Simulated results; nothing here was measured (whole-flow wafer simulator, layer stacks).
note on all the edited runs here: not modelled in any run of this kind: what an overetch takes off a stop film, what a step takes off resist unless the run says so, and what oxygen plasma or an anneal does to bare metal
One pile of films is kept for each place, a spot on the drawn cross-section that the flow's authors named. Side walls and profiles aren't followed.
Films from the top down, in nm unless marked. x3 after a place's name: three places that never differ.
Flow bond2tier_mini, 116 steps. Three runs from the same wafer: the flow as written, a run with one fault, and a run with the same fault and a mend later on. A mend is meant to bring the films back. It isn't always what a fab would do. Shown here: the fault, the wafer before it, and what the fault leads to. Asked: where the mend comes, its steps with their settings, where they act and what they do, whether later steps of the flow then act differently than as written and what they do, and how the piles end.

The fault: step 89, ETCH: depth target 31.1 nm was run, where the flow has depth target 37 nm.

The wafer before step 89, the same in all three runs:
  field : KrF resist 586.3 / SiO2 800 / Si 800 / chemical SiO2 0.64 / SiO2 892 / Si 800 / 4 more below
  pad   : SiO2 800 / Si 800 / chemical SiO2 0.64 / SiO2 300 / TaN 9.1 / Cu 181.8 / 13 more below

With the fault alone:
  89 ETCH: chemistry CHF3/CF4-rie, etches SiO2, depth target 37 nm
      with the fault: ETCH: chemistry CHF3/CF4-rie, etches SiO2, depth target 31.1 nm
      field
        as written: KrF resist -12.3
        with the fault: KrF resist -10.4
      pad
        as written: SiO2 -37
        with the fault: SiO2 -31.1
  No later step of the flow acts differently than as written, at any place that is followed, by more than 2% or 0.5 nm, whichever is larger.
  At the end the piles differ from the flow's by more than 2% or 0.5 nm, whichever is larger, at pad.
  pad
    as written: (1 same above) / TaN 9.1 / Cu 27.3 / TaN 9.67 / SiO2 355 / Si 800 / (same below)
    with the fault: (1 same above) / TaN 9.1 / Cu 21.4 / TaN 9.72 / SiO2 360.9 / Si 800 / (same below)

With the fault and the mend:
  The mend comes after step 89.
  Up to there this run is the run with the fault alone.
  89a ETCH: chemistry CHF3/CF4-rie, etches SiO2, depth target 5.9 nm (the flow's step 89 once more, with other settings)
      field
        KrF resist -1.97
      pad
        SiO2 -5.9
  No later step of the flow acts differently than as written at any place that is followed.
  At the end the piles are the same as the flow's at every place that both follow.
